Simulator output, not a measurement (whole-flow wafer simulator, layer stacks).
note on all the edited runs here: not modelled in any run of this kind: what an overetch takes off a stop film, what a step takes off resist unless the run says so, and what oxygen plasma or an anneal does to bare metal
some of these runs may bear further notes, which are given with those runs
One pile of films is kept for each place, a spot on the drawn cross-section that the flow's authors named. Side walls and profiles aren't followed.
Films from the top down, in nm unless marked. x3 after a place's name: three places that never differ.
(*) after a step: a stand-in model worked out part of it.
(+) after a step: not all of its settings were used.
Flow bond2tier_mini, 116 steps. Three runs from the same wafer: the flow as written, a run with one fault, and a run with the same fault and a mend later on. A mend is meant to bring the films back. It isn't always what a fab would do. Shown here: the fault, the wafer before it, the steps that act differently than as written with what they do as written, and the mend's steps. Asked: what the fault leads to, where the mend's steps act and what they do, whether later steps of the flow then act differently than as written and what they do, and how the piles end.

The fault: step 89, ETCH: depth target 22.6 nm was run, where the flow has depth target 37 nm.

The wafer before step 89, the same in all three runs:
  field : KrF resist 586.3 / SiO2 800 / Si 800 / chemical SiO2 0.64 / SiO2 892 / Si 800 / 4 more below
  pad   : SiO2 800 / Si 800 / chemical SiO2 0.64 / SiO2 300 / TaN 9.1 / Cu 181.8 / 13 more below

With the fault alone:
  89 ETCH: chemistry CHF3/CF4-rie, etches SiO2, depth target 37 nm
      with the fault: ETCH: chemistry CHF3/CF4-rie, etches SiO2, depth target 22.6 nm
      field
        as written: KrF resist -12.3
        with the fault: KrF resist -7.53
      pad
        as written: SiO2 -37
        with the fault: SiO2 -22.6
  Later steps of the flow that act differently than as written (5 more steps differ only slightly, by at most 2% or 0.5 nm, whichever is larger, and aren't shown):
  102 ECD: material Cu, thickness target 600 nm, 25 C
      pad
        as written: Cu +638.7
        with the fault: Cu +623.6
  At the end the piles differ from the flow's by more than 2% or 0.5 nm, whichever is larger, at pad.
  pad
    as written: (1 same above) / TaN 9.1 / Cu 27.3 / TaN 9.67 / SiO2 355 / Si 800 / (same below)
    with the fault: (1 same above) / TaN 9.1 / Cu 12.8 / TaN 9.8 / SiO2 369.4 / Si 800 / (same below)

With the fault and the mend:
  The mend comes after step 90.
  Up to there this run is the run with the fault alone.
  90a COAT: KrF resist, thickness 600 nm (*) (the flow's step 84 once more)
      field
        KrF resist +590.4 (new film)
      pad
        KrF resist +610 (new film)
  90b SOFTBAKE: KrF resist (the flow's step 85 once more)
      changes no film at any place that is followed
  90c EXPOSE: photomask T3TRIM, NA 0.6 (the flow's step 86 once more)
      changes no film at any place that is followed
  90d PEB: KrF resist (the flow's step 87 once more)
      changes no film at any place that is followed
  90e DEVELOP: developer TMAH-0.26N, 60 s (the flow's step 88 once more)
      field
        KrF resist -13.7
      pad
        KrF resist -610 (all of it)
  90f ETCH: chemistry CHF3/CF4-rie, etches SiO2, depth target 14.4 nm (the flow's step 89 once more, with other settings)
      field
        KrF resist -4.8
      pad
        SiO2 -14.4
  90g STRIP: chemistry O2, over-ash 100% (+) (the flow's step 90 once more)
      field
        KrF resist -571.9 (all of it)
  No later step of the flow acts differently than as written at any place that is followed.
  At the end the piles are the same as the flow's at every place that both follow.
